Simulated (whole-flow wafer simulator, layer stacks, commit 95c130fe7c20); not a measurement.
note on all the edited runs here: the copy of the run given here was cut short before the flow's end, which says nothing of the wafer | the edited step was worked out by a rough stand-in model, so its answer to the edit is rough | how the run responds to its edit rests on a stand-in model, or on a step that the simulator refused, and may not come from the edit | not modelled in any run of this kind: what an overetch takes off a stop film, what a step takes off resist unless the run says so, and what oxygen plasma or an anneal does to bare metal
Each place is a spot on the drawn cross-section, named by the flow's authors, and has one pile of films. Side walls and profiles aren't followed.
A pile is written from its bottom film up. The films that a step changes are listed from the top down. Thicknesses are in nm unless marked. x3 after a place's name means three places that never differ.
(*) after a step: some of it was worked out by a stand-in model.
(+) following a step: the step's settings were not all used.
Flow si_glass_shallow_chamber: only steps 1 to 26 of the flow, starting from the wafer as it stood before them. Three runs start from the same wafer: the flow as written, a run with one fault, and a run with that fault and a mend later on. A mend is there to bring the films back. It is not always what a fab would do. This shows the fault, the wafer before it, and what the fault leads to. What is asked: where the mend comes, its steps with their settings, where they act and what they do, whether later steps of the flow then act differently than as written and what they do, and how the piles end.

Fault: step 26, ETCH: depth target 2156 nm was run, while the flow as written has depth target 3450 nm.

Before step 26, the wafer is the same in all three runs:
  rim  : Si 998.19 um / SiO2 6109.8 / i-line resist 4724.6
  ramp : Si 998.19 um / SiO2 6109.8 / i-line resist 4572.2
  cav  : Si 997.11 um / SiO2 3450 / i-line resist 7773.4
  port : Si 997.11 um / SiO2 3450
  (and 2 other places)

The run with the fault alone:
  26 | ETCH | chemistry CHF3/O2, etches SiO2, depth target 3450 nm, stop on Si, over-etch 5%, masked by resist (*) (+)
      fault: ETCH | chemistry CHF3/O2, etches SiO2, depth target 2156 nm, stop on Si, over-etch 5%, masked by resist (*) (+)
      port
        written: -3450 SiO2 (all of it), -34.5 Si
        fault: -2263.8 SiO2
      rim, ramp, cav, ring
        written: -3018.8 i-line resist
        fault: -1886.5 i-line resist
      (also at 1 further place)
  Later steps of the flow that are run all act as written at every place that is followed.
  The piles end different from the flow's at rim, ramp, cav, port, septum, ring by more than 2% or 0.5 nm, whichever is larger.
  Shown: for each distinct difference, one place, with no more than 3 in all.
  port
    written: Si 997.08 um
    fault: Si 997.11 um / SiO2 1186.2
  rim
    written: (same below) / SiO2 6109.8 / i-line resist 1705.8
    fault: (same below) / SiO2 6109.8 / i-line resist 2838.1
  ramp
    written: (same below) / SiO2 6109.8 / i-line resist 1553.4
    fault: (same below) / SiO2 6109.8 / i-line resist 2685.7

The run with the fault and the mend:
  After step 26 comes the mend.
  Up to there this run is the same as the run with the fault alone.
  26a | ETCH | chemistry CHF3/O2, etches SiO2, depth target 1294 nm, stop on Si, over-etch 5%, masked by resist (*) (a further turn of the flow's step 26, with different settings)
      rim, ramp, cav, septum, ring
        -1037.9 i-line resist
      port
        -1186.2 SiO2 (all of it), -34.5 Si
  Later steps of the flow that are run all act as written at every place that is followed.
  The piles end different from the flow's at rim, ramp, septum, ring by more than 2% or 0.5 nm, whichever is larger.
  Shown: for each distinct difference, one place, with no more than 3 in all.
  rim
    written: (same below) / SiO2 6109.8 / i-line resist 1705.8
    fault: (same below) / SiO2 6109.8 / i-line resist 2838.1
    mend: (same below) / SiO2 6109.8 / i-line resist 1800.2
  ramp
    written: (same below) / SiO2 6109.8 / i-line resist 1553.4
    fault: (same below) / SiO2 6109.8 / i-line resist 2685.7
    mend: (same below) / SiO2 6109.8 / i-line resist 1647.7
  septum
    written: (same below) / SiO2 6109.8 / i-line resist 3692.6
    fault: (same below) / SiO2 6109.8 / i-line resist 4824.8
    mend: (same below) / SiO2 6109.8 / i-line resist 3786.9
